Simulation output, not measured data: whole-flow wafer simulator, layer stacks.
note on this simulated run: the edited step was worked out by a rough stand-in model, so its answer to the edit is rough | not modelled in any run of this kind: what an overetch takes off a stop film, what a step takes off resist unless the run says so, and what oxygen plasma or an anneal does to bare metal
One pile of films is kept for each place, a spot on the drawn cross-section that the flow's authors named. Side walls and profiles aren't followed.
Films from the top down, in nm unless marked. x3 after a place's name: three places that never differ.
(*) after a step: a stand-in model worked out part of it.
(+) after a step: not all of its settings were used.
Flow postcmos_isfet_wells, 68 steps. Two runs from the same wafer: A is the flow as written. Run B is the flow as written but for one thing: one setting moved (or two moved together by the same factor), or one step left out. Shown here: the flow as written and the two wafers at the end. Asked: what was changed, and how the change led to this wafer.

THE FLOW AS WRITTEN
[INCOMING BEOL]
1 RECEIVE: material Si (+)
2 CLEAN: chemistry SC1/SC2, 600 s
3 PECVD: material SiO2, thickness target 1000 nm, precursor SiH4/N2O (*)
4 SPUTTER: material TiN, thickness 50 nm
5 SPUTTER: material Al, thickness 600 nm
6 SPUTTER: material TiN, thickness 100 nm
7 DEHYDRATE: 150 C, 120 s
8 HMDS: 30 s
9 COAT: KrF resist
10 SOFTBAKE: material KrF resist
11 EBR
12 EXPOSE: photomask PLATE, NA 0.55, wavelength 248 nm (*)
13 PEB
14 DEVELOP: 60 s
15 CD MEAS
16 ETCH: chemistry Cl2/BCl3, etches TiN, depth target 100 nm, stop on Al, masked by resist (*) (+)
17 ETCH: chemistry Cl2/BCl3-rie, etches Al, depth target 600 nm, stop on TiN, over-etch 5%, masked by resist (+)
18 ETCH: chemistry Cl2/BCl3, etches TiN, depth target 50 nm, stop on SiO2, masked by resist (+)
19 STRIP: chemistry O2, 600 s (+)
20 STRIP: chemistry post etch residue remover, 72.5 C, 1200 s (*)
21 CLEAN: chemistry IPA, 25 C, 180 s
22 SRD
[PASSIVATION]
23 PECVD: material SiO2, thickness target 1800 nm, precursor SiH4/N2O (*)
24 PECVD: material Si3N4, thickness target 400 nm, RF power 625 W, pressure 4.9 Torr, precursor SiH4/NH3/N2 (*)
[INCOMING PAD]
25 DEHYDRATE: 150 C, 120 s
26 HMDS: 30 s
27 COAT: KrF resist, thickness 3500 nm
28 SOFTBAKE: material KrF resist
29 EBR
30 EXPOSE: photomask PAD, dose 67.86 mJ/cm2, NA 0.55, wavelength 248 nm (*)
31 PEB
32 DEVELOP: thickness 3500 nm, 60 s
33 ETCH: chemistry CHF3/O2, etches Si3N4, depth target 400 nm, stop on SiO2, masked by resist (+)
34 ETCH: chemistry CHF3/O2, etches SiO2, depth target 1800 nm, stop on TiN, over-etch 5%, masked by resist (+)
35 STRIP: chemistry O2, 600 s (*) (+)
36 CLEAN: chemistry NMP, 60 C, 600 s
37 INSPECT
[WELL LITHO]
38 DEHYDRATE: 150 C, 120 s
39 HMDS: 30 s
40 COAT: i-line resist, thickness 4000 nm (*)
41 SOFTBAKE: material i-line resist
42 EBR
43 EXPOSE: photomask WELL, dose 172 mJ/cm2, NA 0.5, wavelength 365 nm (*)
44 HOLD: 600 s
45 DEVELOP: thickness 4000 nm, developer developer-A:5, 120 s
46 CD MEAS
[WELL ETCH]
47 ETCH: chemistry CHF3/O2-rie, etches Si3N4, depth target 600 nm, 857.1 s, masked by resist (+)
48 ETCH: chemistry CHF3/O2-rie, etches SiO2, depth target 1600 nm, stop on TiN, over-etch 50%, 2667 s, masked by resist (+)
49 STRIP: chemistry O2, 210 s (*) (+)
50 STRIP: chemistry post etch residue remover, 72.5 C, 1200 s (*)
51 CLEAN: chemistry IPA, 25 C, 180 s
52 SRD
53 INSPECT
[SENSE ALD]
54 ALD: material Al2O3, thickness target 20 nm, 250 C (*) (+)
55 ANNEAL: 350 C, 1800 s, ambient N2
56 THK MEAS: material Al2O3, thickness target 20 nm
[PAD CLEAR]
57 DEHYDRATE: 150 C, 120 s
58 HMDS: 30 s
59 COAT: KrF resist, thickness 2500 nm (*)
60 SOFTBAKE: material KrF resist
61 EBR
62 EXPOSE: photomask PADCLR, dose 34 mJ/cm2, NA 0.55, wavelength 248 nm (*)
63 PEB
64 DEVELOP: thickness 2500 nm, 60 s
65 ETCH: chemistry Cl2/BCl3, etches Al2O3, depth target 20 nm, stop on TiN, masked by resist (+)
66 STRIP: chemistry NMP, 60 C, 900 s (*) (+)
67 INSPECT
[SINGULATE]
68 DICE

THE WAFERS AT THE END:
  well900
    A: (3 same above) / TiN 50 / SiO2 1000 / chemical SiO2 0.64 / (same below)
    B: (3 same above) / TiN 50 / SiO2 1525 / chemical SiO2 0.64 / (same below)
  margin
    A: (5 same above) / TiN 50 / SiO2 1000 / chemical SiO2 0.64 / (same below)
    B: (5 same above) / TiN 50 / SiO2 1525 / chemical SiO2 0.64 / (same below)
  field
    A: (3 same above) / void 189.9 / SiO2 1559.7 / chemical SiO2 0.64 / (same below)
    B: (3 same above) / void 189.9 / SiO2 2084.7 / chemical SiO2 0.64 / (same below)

The cause: step 3, PECVD: thickness target 1525 nm was run, where the flow has thickness target 1000 nm.
It can be read off the wafer: well900 has SiO2 1525, and step 3 as written asks for 1000 nm.

How the change led to this, step by step:
  3 PECVD: material SiO2, thickness target 1000 nm, precursor SiH4/N2O (*)
      field, margin, well900, well1300 x3, pad_rim, pad_clr, pad_open: A SiO2 +1000 (new film) | B SiO2 +1525 (new film)
